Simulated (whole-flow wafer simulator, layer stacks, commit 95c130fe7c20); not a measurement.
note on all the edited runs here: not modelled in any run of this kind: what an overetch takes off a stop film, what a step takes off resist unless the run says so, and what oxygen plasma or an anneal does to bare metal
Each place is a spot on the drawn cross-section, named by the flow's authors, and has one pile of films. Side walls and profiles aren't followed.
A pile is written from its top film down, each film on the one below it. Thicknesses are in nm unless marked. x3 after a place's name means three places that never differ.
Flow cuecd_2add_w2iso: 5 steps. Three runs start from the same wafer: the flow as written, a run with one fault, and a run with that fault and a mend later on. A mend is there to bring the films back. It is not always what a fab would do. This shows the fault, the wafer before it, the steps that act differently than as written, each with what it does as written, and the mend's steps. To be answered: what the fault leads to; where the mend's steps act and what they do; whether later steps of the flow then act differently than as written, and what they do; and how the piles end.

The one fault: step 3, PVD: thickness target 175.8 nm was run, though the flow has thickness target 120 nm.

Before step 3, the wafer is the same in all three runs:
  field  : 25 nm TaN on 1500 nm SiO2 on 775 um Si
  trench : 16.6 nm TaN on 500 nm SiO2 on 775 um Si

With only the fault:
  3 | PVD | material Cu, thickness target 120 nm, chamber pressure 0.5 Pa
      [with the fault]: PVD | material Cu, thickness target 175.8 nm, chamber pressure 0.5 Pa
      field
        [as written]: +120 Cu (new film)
        [with the fault]: +175.8 Cu (new film)
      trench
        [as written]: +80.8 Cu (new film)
        [with the fault]: +118 Cu (new film)
  Every later step of the flow that is run acts as written, at every place that is followed, to within 2% or 0.5 nm, whichever is larger.
  The piles end different from the flow's at field, trench by more than 2% or 0.5 nm, whichever is larger.
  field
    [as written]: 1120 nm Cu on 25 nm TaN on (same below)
    [with the fault]: 1175.8 nm Cu on 25 nm TaN on (same below)
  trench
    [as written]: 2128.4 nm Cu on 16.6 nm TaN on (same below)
    [with the fault]: 2184.2 nm Cu on 16.6 nm TaN on (same below)

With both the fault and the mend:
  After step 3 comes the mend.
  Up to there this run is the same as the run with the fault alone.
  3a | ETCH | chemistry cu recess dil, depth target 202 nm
      field
        -175.8 Cu (all of it)
      trench
        -118 Cu (all of it)
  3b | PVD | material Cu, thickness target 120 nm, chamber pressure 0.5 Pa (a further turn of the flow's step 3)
      field
        +120 Cu (new film)
      trench
        +80.8 Cu (new film)
  Every later step of the flow that is run acts as written at every place that is followed.
  At every place that both follow, the piles at the end match the flow's.
